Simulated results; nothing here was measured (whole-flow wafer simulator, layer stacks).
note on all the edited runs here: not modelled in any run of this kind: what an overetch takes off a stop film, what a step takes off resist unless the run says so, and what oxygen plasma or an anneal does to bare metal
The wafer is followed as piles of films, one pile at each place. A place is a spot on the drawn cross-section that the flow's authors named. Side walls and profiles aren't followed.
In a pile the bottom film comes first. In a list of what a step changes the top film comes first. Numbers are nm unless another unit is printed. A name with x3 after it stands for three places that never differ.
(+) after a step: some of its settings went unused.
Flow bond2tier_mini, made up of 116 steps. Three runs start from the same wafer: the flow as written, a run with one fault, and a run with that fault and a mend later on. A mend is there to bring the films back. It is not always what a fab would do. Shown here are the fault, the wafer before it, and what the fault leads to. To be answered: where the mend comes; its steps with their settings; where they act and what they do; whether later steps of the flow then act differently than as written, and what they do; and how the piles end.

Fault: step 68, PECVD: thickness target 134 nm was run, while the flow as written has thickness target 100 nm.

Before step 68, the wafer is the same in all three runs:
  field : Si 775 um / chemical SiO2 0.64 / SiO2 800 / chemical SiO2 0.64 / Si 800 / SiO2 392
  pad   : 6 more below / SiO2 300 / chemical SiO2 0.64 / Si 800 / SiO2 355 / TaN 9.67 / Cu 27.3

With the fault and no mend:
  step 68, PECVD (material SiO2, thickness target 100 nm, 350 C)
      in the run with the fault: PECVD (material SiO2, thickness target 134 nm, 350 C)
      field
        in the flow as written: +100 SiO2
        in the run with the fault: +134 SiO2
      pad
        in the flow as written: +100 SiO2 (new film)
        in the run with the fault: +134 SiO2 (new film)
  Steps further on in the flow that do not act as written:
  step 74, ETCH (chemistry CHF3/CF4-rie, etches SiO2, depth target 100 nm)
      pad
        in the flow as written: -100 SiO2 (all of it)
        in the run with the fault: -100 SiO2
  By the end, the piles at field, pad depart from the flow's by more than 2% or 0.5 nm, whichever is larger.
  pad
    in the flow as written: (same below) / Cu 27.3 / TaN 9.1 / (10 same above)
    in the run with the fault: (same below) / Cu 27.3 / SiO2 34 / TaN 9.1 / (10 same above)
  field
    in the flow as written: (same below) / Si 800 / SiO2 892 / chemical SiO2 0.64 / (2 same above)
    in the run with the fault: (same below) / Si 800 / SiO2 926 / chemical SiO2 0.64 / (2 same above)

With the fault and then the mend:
  After step 73 comes the mend.
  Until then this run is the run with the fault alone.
  step 73a, STRIP (chemistry O2, over-ash 100%) (+)
      field
        -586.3 KrF resist (all of it)
  step 73b, ETCH (chemistry CHF3/CF4-rie, etches SiO2, depth target 34 nm) (the flow's step 62, run once more with other settings)
      field, pad
        -34 SiO2
  step 73c, COAT (KrF resist, thickness 600 nm) (the flow's step 69, run once more)
      field, pad
        +600 KrF resist (new film)
  step 73d, SOFTBAKE (KrF resist) (the flow's step 70, run once more)
      does not change any film at any place that is followed
  step 73e, EXPOSE (photomask T2PAD, NA 0.6) (the flow's step 71, run once more)
      does not change any film at any place that is followed
  step 73f, PEB (KrF resist) (the flow's step 72, run once more)
      does not change any film at any place that is followed
  step 73g, DEVELOP (developer TMAH-0.26N, 60 s) (the flow's step 73, run once more)
      field
        -13.7 KrF resist
      pad
        -600 KrF resist (all of it)
  None of the later steps of the flow acts differently than as written at any place that is followed.
  By the end, the piles equal the flow's at every place that both follow.
